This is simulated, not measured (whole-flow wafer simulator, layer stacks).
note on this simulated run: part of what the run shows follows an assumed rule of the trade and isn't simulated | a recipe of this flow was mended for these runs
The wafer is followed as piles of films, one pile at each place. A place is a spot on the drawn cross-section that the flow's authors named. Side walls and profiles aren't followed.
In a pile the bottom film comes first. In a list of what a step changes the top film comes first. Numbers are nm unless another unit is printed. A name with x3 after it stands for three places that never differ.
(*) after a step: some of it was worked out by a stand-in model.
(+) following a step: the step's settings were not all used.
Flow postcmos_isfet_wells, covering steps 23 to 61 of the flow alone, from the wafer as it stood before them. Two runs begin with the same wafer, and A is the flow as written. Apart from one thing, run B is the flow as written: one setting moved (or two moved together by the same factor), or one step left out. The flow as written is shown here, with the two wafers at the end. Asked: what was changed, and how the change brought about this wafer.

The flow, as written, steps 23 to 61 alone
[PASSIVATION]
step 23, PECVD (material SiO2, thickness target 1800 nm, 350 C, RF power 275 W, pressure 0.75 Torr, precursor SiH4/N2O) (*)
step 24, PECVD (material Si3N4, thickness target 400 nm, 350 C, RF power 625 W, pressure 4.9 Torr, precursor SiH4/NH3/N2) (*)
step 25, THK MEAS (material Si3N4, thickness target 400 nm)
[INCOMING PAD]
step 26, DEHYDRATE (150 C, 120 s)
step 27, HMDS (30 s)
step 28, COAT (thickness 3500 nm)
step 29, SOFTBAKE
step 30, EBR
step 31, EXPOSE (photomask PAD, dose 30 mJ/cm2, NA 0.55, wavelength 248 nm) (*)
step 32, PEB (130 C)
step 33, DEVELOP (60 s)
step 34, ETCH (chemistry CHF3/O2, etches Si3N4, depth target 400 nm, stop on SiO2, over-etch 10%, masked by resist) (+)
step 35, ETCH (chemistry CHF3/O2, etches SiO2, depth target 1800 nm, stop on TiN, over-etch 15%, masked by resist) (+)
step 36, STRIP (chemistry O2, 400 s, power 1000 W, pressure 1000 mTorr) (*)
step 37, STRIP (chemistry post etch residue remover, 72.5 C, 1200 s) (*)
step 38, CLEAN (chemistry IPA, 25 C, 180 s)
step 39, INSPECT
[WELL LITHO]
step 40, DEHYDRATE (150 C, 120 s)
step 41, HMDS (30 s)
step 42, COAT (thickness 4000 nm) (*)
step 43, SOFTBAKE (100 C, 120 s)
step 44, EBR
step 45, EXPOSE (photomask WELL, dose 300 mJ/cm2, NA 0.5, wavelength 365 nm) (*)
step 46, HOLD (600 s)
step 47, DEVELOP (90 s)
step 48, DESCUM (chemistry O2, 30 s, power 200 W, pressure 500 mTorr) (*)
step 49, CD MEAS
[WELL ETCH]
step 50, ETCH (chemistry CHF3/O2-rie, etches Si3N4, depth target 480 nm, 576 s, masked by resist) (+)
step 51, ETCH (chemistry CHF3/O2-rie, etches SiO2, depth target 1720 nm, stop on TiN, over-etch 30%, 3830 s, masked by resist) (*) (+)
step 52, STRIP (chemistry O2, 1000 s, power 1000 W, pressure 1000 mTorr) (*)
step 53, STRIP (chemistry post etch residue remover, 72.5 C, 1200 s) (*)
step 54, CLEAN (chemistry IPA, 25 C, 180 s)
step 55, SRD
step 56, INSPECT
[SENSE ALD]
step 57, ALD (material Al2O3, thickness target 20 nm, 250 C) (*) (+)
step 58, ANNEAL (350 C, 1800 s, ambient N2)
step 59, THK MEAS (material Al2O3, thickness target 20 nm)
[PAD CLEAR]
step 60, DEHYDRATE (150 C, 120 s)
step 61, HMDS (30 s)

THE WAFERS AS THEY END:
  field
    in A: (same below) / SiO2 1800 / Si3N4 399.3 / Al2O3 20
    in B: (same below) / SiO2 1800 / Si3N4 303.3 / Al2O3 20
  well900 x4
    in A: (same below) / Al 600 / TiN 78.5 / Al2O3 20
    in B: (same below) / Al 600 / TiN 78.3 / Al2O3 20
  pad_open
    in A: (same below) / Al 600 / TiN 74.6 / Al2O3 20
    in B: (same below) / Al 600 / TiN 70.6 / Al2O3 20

What caused this: step 24, PECVD: thickness target 304 nm was run, whereas the flow has thickness target 400 nm; step 50, ETCH: 438 s was run, where the flow has 576 s.

How this came from the change, step by step:
  step 24, PECVD (material Si3N4, thickness target 400 nm, 350 C, RF power 625 W, pressure 4.9 Torr, precursor SiH4/NH3/N2) (*)
      field, margin x2, well900 x4, pad_clr, pad_open: A Si3N4 gains 400 (new film) | B Si3N4 gains 304 (new film)
  step 34, ETCH (chemistry CHF3/O2, etches Si3N4, depth target 400 nm, stop on SiO2, over-etch 10%, masked by resist) (+)
      field, margin x2, well900 x4, pad_clr: A thick-KrF-resist loses 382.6 | B thick-KrF-resist loses 290.8
      pad_open: A Si3N4 loses 400 (all of it), SiO2 loses 20 | B Si3N4 loses 304 (all of it), SiO2 loses 68
  step 35, ETCH (chemistry CHF3/O2, etches SiO2, depth target 1800 nm, stop on TiN, over-etch 15%, masked by resist) (+)
      field, margin x2, well900 x4, pad_clr: A thick-KrF-resist loses 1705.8 | B thick-KrF-resist loses 1659.8
      pad_open: A SiO2 loses 1780 (all of it), TiN loses 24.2 | B SiO2 loses 1732 (all of it), TiN loses 28.2
  step 36, STRIP (chemistry O2, 400 s, power 1000 W, pressure 1000 mTorr) (*)
      field, margin x2, well900 x4, pad_clr: A thick-KrF-resist loses 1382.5 (all of it) | B thick-KrF-resist loses 1520.4 (all of it)
  step 43, SOFTBAKE (100 C, 120 s)
      pad_clr: A thick-g/i-line-resist loses 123 | B thick-g/i-line-resist loses 115.8
      pad_open: A thick-g/i-line-resist gains 73 | B thick-g/i-line-resist gains 70.6
  step 50, ETCH (chemistry CHF3/O2-rie, etches Si3N4, depth target 480 nm, 576 s, masked by resist) (+)
      field, margin x2, pad_clr, pad_open: A thick-g/i-line-resist loses 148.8 | B thick-g/i-line-resist loses 113.1
      well900 x4: A Si3N4 loses 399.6 (all of it), SiO2 loses 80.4 | B Si3N4 loses 303.6 (all of it), SiO2 loses 61.4
  step 52, STRIP (chemistry O2, 1000 s, power 1000 W, pressure 1000 mTorr) (*)
      pad_clr: A thick-g/i-line-resist loses 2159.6 (all of it) | B thick-g/i-line-resist loses 2231 (all of it)
